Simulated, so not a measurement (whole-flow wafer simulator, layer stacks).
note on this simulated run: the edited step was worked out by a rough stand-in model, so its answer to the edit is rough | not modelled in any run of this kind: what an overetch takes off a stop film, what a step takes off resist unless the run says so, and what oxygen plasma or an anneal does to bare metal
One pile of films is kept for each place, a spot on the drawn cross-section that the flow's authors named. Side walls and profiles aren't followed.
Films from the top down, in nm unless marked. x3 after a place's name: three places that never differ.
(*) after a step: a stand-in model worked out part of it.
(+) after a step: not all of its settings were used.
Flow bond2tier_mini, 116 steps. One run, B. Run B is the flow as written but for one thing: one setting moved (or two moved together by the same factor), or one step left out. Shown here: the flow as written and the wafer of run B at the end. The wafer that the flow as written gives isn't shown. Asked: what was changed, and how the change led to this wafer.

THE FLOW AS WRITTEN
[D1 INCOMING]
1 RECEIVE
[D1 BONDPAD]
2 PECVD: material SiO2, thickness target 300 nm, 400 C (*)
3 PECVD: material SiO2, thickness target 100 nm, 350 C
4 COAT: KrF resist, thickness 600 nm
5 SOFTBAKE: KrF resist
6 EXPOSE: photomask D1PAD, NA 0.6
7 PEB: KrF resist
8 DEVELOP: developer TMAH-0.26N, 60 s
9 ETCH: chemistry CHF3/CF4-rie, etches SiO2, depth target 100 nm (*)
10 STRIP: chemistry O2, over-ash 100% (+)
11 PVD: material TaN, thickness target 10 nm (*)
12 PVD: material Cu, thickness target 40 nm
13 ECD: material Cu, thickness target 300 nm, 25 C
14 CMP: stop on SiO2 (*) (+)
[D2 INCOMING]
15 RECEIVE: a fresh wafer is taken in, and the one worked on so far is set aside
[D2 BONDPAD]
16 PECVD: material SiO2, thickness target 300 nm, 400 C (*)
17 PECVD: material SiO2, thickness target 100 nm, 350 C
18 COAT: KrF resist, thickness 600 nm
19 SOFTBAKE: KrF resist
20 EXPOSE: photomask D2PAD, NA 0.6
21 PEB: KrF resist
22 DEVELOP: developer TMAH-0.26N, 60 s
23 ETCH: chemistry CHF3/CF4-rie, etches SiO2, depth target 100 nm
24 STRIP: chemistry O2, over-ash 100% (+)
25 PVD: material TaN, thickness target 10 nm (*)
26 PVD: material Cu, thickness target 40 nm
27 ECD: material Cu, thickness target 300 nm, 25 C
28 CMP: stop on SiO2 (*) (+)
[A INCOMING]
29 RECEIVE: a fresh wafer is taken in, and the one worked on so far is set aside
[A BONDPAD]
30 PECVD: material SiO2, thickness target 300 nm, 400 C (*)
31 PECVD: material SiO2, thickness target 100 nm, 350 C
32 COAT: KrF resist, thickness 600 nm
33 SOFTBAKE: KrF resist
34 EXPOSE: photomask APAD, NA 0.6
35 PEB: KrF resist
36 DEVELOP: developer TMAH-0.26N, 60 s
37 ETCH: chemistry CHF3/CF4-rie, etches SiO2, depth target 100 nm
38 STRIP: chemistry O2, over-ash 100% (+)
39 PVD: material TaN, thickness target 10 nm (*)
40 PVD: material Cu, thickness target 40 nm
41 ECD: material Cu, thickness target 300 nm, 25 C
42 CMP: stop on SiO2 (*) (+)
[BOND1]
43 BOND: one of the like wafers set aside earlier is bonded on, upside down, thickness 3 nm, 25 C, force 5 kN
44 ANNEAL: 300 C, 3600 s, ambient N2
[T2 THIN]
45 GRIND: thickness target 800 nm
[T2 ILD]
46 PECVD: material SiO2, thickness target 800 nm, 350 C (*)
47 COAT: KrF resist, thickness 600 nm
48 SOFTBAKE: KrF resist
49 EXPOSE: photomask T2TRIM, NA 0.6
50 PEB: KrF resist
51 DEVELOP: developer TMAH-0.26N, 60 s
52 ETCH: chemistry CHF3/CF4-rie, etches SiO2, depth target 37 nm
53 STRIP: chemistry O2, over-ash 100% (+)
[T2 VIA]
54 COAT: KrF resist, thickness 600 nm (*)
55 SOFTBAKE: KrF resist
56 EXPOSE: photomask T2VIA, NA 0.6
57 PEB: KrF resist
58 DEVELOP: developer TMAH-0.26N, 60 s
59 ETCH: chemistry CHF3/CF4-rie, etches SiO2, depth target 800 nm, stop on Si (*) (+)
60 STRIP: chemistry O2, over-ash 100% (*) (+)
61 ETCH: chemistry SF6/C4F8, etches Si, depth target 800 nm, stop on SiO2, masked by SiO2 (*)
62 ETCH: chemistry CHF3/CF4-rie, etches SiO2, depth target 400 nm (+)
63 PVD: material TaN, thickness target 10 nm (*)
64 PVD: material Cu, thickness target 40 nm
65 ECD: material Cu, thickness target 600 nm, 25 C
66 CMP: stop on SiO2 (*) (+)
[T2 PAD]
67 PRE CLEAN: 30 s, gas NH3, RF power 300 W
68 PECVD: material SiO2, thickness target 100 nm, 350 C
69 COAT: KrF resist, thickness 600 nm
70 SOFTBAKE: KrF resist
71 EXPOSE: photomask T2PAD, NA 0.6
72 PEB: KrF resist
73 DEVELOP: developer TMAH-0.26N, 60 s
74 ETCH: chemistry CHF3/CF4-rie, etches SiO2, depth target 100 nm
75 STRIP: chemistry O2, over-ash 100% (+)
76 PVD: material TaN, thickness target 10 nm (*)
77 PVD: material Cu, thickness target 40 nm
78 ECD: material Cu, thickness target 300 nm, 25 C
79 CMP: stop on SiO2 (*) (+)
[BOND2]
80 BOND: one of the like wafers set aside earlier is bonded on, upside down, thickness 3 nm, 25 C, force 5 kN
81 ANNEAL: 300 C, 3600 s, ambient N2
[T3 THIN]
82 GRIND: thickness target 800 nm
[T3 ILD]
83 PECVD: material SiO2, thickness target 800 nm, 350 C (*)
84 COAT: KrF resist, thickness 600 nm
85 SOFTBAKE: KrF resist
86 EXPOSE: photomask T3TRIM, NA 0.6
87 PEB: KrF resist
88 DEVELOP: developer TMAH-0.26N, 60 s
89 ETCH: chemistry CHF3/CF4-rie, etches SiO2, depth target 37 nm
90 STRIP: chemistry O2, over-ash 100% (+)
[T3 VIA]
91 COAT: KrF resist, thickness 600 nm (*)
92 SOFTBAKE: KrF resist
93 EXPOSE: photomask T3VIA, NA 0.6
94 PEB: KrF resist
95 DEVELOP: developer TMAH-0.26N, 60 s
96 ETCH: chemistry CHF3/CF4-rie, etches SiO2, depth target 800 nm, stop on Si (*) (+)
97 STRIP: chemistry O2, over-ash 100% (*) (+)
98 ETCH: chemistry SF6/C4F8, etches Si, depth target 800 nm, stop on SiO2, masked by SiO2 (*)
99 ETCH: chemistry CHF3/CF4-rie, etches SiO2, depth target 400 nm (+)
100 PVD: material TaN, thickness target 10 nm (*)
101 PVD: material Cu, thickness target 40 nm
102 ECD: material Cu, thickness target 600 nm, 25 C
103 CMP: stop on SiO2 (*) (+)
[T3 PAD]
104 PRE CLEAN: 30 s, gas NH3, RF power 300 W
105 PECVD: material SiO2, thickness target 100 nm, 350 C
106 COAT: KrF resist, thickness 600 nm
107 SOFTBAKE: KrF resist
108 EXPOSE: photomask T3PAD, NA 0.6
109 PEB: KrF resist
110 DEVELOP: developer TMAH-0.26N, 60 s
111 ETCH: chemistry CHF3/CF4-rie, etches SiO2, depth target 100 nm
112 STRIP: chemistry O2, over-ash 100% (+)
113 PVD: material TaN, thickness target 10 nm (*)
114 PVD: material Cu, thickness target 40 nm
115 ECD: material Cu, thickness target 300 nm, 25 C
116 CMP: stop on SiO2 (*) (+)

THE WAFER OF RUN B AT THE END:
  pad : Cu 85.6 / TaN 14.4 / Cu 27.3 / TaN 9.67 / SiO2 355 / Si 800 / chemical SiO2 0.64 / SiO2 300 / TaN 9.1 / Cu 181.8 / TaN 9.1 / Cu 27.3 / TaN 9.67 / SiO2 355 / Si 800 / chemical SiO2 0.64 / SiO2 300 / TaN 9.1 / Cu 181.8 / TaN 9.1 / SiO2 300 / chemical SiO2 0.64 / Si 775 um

The cause: step 113, PVD: thickness target 15.8 nm was run, where the flow has thickness target 10 nm.

How the change led to this, step by step:
  113 PVD: material TaN, thickness target 10 nm (*)
      field: TaN +15.8 (new film) (as written it would be: TaN +10 (new film))
      pad: TaN +14.4 (new film) (as written it would be: TaN +9.1 (new film))
  116 CMP: stop on SiO2 (*) (+)
      field: Cu -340 (all of it), TaN -15.8 (all of it) (as written it would be: Cu -340 (all of it), TaN -10 (all of it))
